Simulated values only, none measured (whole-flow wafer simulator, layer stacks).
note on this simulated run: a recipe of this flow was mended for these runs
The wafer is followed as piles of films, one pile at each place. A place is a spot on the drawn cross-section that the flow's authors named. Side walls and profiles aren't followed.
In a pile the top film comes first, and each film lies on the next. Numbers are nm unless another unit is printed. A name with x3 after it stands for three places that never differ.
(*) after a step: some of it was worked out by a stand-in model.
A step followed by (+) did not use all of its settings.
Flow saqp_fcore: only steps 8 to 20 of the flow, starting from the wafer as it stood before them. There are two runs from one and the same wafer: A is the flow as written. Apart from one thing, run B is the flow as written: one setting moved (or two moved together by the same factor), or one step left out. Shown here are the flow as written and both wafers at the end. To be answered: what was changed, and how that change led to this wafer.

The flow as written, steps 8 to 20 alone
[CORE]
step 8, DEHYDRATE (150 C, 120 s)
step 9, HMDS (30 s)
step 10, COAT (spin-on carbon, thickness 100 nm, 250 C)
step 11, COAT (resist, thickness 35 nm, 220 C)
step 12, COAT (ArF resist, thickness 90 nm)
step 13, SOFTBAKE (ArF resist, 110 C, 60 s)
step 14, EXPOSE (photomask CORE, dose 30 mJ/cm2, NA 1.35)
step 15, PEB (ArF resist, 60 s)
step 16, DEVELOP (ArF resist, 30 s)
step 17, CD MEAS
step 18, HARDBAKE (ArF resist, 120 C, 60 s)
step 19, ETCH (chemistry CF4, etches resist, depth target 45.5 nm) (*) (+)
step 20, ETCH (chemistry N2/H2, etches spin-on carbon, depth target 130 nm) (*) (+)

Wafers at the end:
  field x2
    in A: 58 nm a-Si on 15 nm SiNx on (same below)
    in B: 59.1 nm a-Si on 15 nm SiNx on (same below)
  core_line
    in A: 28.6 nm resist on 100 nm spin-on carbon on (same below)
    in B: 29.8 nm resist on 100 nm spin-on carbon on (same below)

Cause: step 20, ETCH: depth target 110.7 nm was run, whereas the flow has depth target 130 nm.

The path from the change to this, step by step:
  step 20, ETCH (chemistry N2/H2, etches spin-on carbon, depth target 130 nm) (*) (+)
      field x2: A -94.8 spin-on carbon (all of it), -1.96 a-Si | B -94.8 spin-on carbon (all of it), -0.89 a-Si
      core_line: A -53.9 ArF resist (all of it), -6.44 resist | B -53.9 ArF resist (all of it), -5.15 resist
